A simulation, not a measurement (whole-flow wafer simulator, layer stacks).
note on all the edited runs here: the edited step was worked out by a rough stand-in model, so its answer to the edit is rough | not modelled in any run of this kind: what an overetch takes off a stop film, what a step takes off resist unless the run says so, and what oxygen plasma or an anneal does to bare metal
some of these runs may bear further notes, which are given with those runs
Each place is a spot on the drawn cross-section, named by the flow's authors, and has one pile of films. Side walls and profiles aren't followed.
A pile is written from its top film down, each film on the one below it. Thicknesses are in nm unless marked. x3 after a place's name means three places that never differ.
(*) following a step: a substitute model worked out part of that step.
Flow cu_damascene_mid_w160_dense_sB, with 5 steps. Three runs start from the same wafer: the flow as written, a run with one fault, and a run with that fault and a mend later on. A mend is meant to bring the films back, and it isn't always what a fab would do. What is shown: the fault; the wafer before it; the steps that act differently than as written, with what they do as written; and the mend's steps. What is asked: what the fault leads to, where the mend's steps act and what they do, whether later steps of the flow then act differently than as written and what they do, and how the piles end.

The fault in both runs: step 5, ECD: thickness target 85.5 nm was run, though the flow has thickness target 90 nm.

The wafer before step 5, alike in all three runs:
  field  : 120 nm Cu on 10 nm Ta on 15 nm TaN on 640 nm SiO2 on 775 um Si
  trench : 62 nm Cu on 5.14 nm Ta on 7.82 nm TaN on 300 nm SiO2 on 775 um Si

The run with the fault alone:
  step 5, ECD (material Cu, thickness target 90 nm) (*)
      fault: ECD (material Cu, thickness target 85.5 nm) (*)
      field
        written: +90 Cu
        fault: +85.5 Cu
  Later steps of the flow that are run all act as written at every place that is followed.
  The piles end different from the flow's at field by more than 2% or 0.5 nm, whichever is larger.
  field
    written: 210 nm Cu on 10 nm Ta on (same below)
    fault: 205.5 nm Cu on 10 nm Ta on (same below)

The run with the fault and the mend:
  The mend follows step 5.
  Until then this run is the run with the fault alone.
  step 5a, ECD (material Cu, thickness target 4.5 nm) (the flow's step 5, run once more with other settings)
      field, trench
        +4.5 Cu
  Later steps of the flow that are run all act as written at every place that is followed.
  At every place that both follow, the piles at the end match the flow's.
